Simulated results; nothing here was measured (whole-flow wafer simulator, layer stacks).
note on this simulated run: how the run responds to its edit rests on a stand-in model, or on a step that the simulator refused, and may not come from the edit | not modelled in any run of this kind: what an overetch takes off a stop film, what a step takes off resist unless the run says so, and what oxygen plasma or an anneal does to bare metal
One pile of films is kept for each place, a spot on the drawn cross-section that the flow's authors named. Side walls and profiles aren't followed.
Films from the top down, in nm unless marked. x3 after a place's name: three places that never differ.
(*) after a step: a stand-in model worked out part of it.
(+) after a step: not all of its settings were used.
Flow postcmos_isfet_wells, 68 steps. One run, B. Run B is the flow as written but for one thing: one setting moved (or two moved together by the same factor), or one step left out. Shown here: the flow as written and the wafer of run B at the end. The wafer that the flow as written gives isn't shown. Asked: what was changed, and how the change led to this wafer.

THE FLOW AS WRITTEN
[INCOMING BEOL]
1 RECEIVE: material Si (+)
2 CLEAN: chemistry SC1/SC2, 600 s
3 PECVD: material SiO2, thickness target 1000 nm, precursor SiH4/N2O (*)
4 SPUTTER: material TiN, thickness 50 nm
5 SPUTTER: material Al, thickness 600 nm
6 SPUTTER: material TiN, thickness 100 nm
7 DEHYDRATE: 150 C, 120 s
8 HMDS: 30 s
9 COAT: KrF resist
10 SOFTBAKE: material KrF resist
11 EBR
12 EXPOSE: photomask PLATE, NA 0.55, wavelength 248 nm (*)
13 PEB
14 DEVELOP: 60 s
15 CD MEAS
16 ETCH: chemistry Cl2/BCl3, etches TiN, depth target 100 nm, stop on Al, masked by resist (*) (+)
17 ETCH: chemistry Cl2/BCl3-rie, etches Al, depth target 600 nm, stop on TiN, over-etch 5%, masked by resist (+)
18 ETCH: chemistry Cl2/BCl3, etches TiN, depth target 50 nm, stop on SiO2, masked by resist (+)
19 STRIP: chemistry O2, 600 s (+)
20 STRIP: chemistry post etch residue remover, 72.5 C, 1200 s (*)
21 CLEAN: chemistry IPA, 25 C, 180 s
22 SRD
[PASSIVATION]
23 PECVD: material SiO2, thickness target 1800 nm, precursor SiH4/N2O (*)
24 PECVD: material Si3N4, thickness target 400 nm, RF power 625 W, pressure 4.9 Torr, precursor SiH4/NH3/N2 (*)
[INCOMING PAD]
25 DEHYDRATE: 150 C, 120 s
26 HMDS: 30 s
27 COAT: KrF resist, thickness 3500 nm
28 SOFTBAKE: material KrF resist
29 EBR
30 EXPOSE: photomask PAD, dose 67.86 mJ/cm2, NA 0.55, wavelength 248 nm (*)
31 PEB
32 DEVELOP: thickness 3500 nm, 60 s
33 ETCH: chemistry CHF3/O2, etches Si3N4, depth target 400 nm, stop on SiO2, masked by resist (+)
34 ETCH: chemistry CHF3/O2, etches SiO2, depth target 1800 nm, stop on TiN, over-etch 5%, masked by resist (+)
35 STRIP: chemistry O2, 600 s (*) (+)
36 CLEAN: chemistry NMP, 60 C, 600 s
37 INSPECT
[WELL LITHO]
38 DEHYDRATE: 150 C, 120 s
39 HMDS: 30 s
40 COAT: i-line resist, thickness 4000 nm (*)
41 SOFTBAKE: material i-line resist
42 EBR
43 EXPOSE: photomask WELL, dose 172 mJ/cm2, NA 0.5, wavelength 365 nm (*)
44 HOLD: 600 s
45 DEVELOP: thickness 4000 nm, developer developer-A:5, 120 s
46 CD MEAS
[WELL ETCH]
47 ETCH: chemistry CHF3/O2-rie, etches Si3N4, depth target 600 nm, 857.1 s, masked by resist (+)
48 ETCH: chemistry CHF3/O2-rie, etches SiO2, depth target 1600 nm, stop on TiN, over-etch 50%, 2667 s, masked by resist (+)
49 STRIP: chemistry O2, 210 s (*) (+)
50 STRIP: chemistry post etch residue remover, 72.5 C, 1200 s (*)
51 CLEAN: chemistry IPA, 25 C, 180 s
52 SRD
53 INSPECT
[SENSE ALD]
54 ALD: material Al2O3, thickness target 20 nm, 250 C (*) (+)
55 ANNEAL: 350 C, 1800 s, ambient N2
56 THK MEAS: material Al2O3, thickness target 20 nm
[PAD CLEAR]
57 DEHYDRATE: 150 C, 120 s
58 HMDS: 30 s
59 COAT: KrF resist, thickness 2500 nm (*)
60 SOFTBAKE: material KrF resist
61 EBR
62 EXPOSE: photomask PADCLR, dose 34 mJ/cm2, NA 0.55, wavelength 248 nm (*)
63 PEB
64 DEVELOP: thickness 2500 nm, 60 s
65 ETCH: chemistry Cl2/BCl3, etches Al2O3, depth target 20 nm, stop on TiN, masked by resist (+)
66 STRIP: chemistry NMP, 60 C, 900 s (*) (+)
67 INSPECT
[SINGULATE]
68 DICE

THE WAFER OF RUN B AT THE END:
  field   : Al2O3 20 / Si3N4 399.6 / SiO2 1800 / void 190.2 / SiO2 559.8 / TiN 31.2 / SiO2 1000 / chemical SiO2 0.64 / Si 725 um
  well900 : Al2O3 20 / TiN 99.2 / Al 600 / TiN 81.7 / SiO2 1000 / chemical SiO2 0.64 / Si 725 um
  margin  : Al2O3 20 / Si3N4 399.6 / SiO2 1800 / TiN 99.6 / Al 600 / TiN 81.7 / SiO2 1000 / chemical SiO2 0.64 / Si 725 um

The cause: step 4, SPUTTER: thickness 81.65 nm was run, where the flow has thickness 50 nm.
It can be read off the wafer: well900 has TiN 81.7, and step 4 as written asks for 50 nm.

How the change led to this, step by step:
  4 SPUTTER: material TiN, thickness 50 nm
      field, margin, well900, well1300 x3, pad_rim, pad_clr, pad_open: TiN +81.7 (new film) (as written it would be: TiN +50 (new film))
  18 ETCH: chemistry Cl2/BCl3, etches TiN, depth target 50 nm, stop on SiO2, masked by resist (+)
      field: TiN -50 (as written it would be: TiN -50 (all of it))
  23 PECVD: material SiO2, thickness target 1800 nm, precursor SiH4/N2O (*)
      field: SiO2 +1800 (new film), void +190.2 (new film), SiO2 +559.8 (new film) (as written it would be: SiO2 +1800 (new film), void +189.9 (new film), SiO2 +559.7)
Counting metal films that touch as one body, field has 1 body; the flow as written gives 0 bodies.
